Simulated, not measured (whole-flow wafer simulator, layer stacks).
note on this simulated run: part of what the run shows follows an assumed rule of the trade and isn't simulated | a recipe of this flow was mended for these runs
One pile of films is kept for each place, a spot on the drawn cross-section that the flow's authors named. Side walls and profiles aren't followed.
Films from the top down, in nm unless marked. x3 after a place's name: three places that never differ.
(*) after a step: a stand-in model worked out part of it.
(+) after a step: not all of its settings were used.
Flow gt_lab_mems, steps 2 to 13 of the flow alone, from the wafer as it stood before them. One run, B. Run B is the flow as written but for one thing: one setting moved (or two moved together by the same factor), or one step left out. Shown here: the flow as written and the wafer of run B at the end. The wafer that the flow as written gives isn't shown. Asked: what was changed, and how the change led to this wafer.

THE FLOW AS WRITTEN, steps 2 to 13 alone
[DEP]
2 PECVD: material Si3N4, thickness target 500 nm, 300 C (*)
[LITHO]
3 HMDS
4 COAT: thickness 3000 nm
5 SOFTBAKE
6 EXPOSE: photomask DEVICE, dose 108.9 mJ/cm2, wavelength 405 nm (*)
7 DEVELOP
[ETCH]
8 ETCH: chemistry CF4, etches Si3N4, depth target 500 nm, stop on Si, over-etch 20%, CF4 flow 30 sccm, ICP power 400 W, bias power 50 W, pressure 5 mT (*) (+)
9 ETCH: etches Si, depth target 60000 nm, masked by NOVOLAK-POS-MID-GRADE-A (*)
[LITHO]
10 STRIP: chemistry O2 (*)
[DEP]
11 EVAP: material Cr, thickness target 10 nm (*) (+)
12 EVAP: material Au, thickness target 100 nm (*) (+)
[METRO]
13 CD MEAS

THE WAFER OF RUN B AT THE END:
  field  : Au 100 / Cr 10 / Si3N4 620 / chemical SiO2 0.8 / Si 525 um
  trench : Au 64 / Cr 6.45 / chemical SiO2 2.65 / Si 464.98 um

The cause: step 2, PECVD: thickness target 620 nm was run, where the flow has thickness target 500 nm; step 8, ETCH: depth target 620 nm was run, where the flow has depth target 500 nm.
It can be read off the wafer: field has Si3N4 620, and step 2 as written asks for 500 nm.

How the change led to this, step by step:
  2 PECVD: material Si3N4, thickness target 500 nm, 300 C (*)
      field, trench: Si3N4 +620 (new film) (as written it would be: Si3N4 +500 (new film))
  8 ETCH: chemistry CF4, etches Si3N4, depth target 500 nm, stop on Si, over-etch 20%, CF4 flow 30 sccm, ICP power 400 W, bias power 50 W, pressure 5 mT (*) (+)
      field: g/i-line-resist -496 (as written it would be: g/i-line-resist -400)
      trench: Si3N4 -620 (all of it), chemical SiO2 -0.8 (all of it), Si -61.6 (as written it would be: Si3N4 -500 (all of it), chemical SiO2 -0.8 (all of it), Si -49.6)
  10 STRIP: chemistry O2 (*)
      field: g/i-line-resist -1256 (all of it) (as written it would be: g/i-line-resist -1352 (all of it))
